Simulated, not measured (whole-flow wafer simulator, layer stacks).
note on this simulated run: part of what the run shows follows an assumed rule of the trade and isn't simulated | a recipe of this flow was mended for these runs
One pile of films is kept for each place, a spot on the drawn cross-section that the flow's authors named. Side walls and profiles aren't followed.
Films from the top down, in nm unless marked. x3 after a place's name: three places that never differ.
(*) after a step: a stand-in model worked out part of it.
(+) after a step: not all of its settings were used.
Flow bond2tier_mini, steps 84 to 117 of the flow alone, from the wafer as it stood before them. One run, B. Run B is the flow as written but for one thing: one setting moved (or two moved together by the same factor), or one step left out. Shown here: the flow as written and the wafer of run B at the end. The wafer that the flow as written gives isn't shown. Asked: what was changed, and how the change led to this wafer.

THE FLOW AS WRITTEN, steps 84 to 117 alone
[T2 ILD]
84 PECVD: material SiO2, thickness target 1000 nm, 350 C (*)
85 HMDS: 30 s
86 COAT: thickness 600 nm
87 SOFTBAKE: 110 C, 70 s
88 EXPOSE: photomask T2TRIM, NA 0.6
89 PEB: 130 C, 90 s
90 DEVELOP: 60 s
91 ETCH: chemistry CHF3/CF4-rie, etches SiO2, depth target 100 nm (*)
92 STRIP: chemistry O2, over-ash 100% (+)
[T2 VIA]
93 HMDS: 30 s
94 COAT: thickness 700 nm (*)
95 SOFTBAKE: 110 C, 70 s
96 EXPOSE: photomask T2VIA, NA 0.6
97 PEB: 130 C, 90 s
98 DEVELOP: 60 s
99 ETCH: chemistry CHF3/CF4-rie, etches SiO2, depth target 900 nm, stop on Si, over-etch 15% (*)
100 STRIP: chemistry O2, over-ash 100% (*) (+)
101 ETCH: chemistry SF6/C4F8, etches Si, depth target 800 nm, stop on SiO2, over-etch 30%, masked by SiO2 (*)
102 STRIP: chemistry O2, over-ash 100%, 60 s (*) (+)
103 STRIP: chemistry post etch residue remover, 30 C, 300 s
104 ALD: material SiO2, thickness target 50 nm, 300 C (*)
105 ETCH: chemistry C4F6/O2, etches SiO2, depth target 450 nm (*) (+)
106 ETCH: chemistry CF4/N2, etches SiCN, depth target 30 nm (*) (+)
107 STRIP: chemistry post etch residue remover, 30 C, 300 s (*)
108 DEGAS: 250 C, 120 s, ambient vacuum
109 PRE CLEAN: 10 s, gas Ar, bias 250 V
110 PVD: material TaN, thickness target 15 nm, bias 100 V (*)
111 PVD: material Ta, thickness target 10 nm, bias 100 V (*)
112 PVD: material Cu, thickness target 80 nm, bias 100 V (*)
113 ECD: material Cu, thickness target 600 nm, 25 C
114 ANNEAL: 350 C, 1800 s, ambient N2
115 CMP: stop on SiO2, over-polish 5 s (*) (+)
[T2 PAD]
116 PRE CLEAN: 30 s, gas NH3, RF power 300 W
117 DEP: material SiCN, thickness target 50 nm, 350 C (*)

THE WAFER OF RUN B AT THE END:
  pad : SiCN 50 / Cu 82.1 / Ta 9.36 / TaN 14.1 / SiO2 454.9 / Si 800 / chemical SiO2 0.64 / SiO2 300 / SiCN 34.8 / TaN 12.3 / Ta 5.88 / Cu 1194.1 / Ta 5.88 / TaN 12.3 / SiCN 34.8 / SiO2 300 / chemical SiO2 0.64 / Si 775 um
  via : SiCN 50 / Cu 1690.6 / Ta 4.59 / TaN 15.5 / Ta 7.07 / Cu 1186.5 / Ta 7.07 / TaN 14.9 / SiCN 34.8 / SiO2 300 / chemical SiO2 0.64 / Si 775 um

The cause: step 91, ETCH: depth target 112 nm was run, where the flow has depth target 100 nm.

How the change led to this, step by step:
  91 ETCH: chemistry CHF3/CF4-rie, etches SiO2, depth target 100 nm (*)
      pad, via: SiO2 -112 (as written it would be: SiO2 -100)
      field: thick-KrF-resist -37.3 (as written it would be: thick-KrF-resist -33.3)
  99 ETCH: chemistry CHF3/CF4-rie, etches SiO2, depth target 900 nm, stop on Si, over-etch 15% (*)
      via: SiO2 -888 (all of it), Si -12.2 (as written it would be: SiO2 -900 (all of it), Si -11.2)
  100 STRIP: chemistry O2, over-ash 100% (*) (+)
      pad: thick-KrF-resist -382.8 (all of it) (as written it would be: thick-KrF-resist -372.9 (all of it))
